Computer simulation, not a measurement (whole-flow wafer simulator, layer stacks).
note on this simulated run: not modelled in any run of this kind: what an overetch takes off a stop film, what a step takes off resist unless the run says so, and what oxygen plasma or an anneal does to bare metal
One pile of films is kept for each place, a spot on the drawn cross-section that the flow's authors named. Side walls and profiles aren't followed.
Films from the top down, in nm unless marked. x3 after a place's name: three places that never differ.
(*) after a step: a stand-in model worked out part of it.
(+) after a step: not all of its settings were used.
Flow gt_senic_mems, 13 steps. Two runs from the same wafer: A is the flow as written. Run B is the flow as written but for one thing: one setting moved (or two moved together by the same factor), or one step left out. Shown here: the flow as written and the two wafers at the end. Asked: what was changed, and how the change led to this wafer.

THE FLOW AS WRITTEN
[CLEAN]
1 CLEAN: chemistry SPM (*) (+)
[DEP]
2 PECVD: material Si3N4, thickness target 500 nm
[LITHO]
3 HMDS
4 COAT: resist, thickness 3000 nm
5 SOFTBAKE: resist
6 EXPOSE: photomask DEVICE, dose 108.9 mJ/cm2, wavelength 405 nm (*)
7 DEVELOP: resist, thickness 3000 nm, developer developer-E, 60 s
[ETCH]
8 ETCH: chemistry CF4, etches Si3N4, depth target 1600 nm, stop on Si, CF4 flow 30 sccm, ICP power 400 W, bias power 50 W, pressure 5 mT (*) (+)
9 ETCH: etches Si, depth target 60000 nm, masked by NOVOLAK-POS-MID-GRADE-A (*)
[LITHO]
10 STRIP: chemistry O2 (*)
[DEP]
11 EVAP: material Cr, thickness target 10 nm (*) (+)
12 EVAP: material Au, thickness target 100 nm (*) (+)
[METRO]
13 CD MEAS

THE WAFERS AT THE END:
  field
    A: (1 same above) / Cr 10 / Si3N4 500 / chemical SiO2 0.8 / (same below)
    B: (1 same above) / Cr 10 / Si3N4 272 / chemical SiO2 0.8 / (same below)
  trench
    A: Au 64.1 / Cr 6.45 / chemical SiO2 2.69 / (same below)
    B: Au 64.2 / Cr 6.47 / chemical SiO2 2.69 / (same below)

The cause: step 2, PECVD: thickness target 272 nm was run, where the flow has thickness target 500 nm.
It can be read off the wafer: field has Si3N4 272, and step 2 as written asks for 500 nm.

How the change led to this, step by step:
  2 PECVD: material Si3N4, thickness target 500 nm
      field, trench: A Si3N4 +500 (new film) | B Si3N4 +272 (new film)
  8 ETCH: chemistry CF4, etches Si3N4, depth target 1600 nm, stop on Si, CF4 flow 30 sccm, ICP power 400 W, bias power 50 W, pressure 5 mT (*) (+)
      field: A resist -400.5 | B resist -248.5
      trench: A Si3N4 -500 (all of it), chemical SiO2 -0.8 (all of it) | B Si3N4 -272 (all of it), chemical SiO2 -0.8 (all of it)
  10 STRIP: chemistry O2 (*)
      field: A resist -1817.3 (all of it) | B resist -1969.3 (all of it)
